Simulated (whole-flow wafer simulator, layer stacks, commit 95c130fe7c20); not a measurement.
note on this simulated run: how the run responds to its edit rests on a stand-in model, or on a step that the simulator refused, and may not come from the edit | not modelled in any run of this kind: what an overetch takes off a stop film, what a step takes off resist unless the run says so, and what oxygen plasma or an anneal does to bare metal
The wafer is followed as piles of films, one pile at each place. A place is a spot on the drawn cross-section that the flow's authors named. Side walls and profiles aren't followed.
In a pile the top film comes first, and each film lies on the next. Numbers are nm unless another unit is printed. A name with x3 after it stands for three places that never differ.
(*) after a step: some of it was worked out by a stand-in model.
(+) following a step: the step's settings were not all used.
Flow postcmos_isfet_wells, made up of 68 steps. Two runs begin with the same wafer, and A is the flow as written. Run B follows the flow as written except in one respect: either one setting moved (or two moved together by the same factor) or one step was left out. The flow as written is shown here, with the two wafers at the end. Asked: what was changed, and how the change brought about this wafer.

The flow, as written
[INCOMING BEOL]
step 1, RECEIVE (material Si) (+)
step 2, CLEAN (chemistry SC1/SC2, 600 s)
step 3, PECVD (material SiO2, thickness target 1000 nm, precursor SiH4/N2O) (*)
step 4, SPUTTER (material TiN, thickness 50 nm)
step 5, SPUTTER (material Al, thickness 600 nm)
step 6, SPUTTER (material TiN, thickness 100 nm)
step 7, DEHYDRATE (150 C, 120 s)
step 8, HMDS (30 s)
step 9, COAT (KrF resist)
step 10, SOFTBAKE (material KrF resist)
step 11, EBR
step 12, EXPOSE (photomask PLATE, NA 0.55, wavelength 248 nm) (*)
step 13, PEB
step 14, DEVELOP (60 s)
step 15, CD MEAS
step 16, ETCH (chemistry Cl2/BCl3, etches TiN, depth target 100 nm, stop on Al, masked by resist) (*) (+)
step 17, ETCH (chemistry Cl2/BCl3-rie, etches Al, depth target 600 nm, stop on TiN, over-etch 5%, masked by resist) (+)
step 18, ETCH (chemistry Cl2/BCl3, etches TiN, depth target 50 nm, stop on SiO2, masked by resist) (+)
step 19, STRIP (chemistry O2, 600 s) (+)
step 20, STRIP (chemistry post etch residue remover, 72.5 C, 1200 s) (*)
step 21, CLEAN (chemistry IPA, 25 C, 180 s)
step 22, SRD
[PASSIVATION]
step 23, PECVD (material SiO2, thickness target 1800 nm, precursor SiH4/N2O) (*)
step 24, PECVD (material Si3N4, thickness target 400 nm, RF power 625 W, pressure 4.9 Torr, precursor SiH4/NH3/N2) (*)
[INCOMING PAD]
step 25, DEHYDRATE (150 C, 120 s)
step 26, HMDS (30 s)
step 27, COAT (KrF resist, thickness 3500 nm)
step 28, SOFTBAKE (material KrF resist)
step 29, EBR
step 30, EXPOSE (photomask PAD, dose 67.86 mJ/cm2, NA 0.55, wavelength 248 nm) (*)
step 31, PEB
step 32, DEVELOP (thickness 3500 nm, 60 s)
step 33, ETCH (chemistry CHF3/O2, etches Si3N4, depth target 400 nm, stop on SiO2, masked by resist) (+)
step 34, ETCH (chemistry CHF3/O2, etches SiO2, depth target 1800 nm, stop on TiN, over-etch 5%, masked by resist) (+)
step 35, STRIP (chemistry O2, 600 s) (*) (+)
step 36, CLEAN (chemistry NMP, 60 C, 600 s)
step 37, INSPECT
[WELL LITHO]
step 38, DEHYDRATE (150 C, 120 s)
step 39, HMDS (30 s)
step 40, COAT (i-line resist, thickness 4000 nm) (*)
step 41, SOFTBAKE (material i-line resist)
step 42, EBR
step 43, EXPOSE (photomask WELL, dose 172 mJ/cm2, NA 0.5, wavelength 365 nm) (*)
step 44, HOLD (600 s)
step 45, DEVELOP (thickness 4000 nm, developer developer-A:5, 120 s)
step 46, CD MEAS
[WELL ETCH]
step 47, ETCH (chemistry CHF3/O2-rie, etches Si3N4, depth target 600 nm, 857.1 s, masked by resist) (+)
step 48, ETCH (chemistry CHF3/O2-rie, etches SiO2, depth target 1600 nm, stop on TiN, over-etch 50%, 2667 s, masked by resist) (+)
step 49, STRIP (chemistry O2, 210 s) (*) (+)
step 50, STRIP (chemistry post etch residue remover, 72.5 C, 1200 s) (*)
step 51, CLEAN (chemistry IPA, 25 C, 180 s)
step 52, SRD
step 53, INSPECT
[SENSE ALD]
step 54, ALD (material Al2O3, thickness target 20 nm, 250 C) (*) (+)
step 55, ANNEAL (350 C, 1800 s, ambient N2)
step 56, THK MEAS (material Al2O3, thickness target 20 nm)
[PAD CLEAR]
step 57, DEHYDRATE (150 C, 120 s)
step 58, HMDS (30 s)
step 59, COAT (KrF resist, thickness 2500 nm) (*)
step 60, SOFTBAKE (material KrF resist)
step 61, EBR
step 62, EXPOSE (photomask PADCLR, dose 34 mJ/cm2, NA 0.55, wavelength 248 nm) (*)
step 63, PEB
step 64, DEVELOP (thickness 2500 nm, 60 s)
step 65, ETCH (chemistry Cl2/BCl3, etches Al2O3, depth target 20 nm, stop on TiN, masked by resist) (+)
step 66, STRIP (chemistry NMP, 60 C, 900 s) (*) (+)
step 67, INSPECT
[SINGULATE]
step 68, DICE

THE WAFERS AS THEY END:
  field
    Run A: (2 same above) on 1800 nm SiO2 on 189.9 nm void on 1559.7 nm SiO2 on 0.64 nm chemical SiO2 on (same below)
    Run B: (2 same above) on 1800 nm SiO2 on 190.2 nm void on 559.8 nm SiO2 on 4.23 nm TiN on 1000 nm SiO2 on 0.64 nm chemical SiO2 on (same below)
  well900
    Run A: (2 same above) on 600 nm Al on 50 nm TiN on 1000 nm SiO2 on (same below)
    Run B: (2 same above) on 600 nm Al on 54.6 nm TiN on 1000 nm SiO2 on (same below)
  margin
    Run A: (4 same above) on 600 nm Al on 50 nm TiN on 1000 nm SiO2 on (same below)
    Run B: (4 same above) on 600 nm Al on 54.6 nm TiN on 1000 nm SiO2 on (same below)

Cause: step 4, SPUTTER: thickness 54.65 nm was run, while the flow as written has thickness 50 nm.
One can read it off the wafer: well900 has TiN 54.6, and step 4 as written asks for 50 nm.

Step by step, how the change led to this:
  step 4, SPUTTER (material TiN, thickness 50 nm)
      field, margin, well900, well1300 x3, pad_rim, pad_clr, pad_open: A TiN gains 50 (new film) | B TiN gains 54.6 (new film)
  step 18, ETCH (chemistry Cl2/BCl3, etches TiN, depth target 50 nm, stop on SiO2, masked by resist) (+)
      field: A TiN loses 50 (all of it) | B TiN loses 50
  step 23, PECVD (material SiO2, thickness target 1800 nm, precursor SiH4/N2O) (*)
      field: A SiO2 gains 1800 (new film), void gains 189.9 (new film), SiO2 gains 559.7 | B SiO2 gains 1800 (new film), void gains 190.2 (new film), SiO2 gains 559.8 (new film)
Taking metal films that touch as one body, field has 1 body; the flow as written gives 0 bodies.
